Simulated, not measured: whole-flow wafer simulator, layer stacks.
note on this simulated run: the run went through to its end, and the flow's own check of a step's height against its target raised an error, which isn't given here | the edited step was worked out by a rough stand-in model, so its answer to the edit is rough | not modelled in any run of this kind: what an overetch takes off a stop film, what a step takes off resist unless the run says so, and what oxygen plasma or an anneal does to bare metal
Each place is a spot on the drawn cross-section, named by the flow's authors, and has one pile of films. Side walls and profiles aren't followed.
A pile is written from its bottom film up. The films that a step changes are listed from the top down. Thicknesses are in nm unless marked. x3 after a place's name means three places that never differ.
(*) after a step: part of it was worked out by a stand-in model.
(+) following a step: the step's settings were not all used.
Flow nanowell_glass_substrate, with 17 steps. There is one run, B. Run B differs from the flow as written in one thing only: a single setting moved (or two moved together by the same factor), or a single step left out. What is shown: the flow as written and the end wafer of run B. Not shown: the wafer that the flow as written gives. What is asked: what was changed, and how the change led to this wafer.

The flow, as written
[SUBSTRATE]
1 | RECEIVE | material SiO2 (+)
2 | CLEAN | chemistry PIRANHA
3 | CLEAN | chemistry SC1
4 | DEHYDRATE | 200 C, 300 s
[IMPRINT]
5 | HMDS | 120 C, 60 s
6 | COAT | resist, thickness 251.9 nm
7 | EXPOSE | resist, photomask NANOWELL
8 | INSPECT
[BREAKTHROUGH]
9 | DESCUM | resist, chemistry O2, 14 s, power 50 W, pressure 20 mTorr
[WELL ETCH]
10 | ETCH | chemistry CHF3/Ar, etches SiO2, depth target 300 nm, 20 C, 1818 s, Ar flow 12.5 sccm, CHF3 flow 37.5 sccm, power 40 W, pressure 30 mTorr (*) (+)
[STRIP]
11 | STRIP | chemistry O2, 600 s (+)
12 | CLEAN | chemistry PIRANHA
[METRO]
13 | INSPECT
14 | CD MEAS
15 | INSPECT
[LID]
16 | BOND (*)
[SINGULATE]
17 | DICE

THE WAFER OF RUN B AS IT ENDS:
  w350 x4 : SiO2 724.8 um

What caused this: step 10, ETCH: depth target 195 nm was run, while the flow as written has depth target 300 nm; step 10, ETCH: 1182 s was run, where the flow has 1818 s.

The path from the change to this, step by step:
  10 | ETCH | chemistry CHF3/Ar, etches SiO2, depth target 300 nm, 20 C, 1818 s, Ar flow 12.5 sccm, CHF3 flow 37.5 sccm, power 40 W, pressure 30 mTorr (*) (+)
      w350 x4: SiO2 loses 195 (as written it would have been: SiO2 loses 300)
      land: resist loses 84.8 (as written it would have been: resist loses 130.4)
  11 | STRIP | chemistry O2, 600 s (+)
      land: resist loses 171.6 (all of it) (as written it would have been: resist loses 125.9 (all of it))
